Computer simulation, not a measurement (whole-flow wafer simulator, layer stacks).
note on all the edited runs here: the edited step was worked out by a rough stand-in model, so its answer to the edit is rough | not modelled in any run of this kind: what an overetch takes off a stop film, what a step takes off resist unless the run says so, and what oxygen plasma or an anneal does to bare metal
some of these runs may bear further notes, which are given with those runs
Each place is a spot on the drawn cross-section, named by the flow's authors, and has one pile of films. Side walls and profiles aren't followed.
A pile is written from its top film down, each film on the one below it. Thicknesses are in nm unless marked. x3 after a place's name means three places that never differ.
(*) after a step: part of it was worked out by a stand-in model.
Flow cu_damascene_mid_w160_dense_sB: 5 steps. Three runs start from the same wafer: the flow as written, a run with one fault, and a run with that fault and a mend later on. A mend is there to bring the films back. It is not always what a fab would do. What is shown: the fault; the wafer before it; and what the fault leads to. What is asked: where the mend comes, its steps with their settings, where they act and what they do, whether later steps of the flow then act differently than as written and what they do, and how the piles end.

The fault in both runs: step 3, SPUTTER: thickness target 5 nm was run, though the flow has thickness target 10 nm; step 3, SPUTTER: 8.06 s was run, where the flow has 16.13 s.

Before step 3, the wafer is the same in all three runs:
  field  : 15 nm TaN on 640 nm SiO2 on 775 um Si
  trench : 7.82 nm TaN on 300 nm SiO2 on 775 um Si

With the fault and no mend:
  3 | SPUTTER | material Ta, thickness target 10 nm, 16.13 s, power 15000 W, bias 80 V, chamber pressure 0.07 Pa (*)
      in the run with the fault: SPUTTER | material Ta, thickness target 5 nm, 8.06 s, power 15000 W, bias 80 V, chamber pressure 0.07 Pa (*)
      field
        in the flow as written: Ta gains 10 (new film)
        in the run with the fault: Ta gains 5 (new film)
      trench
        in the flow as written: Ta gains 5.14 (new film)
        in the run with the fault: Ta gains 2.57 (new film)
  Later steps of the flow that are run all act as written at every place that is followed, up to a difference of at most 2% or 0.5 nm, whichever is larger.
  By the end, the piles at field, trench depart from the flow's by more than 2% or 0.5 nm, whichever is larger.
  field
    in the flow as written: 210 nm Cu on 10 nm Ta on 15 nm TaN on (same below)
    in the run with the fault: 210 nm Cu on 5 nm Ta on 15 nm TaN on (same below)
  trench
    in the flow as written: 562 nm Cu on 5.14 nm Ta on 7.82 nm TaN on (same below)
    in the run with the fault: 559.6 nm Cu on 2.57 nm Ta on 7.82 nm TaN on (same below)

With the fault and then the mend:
  After step 3 comes the mend.
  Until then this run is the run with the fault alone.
  3a | SPUTTER | material Ta, thickness target 5 nm, 8.065 s, power 15000 W, bias 80 V, chamber pressure 0.07 Pa (*) (a further turn of the flow's step 3, with different settings)
      field
        Ta gains 5
      trench
        Ta gains 2.54
  Later steps of the flow that are run all act as written at every place that is followed, up to a difference of at most 2% or 0.5 nm, whichever is larger.
  At the end the piles are close to the flow's at the places that both follow, differing by at most 2% or 0.5 nm, whichever is larger.
